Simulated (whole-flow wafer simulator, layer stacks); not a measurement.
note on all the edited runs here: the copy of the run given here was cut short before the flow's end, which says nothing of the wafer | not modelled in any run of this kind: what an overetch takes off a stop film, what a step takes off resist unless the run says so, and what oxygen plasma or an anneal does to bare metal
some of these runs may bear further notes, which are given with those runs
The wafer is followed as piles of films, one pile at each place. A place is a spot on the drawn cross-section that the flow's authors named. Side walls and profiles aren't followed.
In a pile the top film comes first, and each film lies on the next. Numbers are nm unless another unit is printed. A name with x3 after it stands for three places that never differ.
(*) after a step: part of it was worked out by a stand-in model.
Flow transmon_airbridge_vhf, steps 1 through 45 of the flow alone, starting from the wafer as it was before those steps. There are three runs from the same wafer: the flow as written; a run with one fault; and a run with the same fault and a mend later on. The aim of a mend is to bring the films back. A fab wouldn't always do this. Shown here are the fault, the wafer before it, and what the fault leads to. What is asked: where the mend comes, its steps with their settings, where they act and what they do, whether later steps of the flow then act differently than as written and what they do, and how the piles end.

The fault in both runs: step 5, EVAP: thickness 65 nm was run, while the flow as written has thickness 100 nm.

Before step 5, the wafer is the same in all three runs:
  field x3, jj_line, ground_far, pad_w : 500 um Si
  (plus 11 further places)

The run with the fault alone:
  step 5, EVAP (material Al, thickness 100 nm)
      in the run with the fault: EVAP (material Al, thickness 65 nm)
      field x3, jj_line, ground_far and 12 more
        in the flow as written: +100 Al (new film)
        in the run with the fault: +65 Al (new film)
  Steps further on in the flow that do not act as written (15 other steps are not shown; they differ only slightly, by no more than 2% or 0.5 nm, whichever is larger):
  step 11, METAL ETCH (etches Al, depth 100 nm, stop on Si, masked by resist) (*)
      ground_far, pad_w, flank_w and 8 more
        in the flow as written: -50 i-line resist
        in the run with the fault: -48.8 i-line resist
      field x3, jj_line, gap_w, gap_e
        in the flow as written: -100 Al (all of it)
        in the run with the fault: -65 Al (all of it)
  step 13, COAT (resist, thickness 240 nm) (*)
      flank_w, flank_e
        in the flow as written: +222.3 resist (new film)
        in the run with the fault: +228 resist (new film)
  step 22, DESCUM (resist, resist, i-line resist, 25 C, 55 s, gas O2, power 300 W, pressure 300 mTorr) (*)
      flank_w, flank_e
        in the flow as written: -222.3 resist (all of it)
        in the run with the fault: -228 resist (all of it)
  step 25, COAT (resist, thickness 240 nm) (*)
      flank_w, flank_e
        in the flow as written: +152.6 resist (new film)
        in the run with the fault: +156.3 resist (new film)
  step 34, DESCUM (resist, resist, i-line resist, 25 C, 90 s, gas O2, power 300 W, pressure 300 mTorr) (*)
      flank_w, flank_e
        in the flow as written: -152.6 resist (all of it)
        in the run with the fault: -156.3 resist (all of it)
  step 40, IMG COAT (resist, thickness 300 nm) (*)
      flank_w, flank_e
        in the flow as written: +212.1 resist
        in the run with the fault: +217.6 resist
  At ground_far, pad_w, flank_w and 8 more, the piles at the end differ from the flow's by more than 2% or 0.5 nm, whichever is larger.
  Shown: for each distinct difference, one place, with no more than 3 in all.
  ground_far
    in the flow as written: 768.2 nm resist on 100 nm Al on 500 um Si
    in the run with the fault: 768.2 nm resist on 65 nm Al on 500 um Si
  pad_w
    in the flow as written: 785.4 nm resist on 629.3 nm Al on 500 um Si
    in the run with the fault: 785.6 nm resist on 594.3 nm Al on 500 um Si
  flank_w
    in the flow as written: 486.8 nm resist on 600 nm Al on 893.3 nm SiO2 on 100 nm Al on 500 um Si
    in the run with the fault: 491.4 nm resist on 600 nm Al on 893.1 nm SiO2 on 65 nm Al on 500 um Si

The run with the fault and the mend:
  The mend follows step 5.
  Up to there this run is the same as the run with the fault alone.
  step 5a, EVAP (material Al, thickness 35 nm) (the flow's step 5 again, with other settings)
      field x3, jj_line, ground_far and 12 more
        +35 Al
  None of the later steps of the flow acts differently than as written at any place that is followed.
  By the end, the piles equal the flow's at every place that both follow.
